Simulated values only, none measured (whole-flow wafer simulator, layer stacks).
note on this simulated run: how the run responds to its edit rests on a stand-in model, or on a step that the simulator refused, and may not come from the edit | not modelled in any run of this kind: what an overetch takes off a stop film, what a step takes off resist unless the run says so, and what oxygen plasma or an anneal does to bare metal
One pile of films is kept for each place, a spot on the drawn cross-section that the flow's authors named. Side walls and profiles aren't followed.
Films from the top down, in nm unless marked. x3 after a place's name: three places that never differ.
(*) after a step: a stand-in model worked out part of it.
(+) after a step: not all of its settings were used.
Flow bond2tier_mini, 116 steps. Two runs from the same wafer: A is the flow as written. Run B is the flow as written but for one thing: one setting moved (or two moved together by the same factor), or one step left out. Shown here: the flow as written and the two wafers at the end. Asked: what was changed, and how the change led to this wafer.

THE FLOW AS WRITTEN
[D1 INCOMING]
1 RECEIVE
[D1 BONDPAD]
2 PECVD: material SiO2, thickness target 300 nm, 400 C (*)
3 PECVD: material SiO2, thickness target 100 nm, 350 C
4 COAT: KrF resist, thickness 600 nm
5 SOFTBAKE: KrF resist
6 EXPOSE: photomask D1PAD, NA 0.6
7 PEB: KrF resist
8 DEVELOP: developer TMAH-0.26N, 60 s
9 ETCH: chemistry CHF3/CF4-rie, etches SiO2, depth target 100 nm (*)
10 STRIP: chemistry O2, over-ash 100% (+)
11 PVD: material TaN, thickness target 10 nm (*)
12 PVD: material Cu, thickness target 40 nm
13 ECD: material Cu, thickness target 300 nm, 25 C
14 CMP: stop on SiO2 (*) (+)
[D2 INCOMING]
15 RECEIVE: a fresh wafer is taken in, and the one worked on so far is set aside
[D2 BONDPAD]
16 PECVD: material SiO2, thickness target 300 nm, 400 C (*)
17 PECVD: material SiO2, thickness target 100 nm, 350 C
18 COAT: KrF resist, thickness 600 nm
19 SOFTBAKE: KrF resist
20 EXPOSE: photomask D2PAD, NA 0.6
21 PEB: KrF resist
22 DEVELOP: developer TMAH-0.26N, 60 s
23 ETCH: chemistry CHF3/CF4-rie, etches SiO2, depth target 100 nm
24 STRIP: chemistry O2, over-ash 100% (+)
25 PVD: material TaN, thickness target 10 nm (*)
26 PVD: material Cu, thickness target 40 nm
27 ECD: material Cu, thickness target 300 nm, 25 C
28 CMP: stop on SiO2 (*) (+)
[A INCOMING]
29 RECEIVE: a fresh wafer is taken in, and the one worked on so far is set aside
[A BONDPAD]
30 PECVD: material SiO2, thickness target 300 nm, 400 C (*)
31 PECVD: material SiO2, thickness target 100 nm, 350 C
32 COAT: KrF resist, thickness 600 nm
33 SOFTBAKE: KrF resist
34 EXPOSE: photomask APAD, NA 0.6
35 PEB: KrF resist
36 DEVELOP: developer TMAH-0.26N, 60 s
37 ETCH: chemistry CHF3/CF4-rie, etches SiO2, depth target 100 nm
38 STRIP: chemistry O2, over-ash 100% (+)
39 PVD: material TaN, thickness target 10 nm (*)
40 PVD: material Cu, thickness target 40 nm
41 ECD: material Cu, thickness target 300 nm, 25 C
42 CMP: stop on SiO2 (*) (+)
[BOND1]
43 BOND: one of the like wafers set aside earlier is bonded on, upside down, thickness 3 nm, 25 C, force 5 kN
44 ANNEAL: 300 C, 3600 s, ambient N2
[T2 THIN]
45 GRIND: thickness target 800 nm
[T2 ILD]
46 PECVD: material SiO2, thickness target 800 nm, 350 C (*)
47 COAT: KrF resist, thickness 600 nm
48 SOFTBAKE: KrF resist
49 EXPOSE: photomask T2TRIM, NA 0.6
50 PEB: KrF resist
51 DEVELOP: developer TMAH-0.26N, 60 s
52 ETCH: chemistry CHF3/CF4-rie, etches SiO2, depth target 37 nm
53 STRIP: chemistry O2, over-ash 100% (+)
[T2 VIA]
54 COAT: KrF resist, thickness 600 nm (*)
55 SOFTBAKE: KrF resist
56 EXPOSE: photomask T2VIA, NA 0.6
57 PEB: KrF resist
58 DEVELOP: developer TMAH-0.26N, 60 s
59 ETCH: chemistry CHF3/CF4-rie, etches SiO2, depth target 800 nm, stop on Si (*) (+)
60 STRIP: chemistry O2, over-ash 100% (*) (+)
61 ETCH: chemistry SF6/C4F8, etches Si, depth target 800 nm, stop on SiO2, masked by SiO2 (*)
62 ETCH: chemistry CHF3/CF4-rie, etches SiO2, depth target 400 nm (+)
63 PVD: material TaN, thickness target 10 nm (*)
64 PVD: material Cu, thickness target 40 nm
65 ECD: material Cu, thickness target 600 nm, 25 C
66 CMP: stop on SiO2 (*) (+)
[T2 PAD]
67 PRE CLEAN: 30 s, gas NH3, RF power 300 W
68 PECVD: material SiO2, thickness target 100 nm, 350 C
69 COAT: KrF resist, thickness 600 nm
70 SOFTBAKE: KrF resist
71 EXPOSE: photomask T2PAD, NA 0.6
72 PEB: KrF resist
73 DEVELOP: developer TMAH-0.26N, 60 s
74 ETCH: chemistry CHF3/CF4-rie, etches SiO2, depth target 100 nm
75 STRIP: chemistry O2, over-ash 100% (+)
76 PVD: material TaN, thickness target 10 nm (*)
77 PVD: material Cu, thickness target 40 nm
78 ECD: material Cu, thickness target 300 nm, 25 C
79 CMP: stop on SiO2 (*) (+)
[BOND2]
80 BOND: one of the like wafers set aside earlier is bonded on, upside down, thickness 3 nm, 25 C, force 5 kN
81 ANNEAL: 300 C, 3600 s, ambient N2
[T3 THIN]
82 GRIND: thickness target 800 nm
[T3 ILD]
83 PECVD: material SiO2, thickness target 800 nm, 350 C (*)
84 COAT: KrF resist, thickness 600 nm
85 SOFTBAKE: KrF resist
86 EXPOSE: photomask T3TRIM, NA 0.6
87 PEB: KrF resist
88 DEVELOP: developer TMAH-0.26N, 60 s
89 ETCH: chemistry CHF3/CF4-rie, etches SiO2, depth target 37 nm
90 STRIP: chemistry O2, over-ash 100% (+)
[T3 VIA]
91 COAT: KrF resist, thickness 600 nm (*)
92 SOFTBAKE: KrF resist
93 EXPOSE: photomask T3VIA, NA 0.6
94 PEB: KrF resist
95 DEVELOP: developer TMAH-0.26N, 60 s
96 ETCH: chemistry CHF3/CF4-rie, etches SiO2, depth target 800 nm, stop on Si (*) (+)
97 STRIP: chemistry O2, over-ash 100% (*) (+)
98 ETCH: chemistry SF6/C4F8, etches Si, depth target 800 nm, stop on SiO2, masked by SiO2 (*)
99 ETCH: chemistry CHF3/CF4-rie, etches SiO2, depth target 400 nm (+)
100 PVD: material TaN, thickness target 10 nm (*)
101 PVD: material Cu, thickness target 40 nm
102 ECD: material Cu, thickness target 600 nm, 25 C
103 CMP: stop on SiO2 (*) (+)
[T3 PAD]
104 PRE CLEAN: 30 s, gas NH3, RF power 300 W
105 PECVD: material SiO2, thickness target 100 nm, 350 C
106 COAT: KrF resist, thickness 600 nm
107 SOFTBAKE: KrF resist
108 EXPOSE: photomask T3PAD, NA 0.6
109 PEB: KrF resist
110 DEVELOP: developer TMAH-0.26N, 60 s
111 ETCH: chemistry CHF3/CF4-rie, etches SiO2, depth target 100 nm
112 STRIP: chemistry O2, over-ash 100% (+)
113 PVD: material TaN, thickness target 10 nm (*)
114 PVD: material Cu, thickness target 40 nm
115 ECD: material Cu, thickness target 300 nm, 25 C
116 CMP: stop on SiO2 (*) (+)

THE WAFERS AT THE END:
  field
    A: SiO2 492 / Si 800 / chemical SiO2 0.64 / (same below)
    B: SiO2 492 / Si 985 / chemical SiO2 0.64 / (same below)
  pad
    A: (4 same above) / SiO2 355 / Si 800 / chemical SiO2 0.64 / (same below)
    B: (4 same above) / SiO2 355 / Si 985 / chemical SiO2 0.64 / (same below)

The cause: step 82, GRIND: thickness target 985 nm was run, where the flow has thickness target 800 nm.
It can be read off the wafer: field has Si 985, and step 82 as written asks for 800 nm.

How the change led to this, step by step:
  82 GRIND: thickness target 800 nm
      field, pad: A Si -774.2 um | B Si -774.01 um
